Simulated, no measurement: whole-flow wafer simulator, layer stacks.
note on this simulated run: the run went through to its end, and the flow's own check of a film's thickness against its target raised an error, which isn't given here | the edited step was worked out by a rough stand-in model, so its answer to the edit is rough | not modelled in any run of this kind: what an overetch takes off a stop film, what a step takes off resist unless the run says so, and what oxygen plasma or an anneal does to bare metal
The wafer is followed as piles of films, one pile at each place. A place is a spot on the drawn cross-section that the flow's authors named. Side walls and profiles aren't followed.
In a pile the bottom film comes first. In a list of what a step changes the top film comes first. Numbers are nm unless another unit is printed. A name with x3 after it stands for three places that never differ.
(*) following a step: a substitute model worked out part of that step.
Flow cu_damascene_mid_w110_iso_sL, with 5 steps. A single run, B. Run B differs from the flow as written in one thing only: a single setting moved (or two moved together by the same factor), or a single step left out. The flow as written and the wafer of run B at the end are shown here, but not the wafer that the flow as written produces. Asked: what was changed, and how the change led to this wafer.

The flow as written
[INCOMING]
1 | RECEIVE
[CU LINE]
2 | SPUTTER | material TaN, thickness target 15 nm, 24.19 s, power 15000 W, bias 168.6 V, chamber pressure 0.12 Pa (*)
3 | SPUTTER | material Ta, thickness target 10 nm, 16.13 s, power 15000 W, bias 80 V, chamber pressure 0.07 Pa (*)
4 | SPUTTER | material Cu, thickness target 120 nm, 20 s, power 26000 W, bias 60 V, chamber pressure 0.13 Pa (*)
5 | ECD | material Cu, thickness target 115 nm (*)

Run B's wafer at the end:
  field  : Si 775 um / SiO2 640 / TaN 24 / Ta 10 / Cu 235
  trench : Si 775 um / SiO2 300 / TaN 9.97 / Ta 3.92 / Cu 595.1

Cause: step 2, SPUTTER: 38.7 s was run, while the flow as written has 24.19 s.

Step by step, how the change led to this:
  2 | SPUTTER | material TaN, thickness target 15 nm, 24.19 s, power 15000 W, bias 168.6 V, chamber pressure 0.12 Pa (*)
      field: +24 TaN (new film) (as written it would have been: +15 TaN (new film))
      trench: +9.97 TaN (new film) (as written it would have been: +6.23 TaN (new film))
  4 | SPUTTER | material Cu, thickness target 120 nm, 20 s, power 26000 W, bias 60 V, chamber pressure 0.13 Pa (*)
      trench: +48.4 Cu (new film) (as written it would have been: +49.9 Cu (new film))
